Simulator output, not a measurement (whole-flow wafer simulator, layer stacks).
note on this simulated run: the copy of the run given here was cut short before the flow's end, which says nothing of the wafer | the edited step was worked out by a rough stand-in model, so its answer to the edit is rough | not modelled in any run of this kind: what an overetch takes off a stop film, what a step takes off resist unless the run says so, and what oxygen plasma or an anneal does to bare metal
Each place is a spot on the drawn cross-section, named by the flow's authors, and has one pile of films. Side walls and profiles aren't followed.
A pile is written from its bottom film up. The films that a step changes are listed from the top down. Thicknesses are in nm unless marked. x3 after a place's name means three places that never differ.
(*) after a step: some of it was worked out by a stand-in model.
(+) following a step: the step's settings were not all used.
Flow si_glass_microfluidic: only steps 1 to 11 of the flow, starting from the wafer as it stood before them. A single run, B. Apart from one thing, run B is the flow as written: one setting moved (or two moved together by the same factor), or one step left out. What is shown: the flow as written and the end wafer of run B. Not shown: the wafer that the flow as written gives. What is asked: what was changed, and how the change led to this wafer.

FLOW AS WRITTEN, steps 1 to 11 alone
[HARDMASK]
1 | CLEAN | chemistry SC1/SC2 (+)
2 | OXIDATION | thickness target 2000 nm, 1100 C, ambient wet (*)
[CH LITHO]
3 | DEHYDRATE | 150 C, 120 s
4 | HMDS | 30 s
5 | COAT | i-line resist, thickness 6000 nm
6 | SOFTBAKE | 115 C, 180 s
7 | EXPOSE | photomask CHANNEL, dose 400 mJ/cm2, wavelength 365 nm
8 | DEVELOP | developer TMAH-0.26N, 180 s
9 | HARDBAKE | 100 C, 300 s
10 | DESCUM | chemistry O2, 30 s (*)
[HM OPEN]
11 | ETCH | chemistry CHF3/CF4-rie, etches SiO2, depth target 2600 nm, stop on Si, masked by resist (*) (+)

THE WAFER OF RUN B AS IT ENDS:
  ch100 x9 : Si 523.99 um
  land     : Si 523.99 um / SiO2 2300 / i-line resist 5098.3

The reason: step 2, OXIDATION: thickness target 2300 nm was run, whereas the flow has thickness target 2000 nm.
One can read it off the wafer: land has SiO2 2300, and step 2 as written asks for 2000 nm.

Step by step, how the change led to this:
  2 | OXIDATION | thickness target 2000 nm, 1100 C, ambient wet (*)
      land, ch100 x9: SiO2 gains 2300 (new film), chemical SiO2 loses 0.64 (all of it), Si loses 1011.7 (as written it would have been: SiO2 gains 2000 (new film), chemical SiO2 loses 0.64 (all of it), Si loses 879.7)
  11 | ETCH | chemistry CHF3/CF4-rie, etches SiO2, depth target 2600 nm, stop on Si, masked by resist (*) (+)
      ch100 x9: SiO2 loses 2300 (all of it) (as written it would have been: SiO2 loses 2000 (all of it))
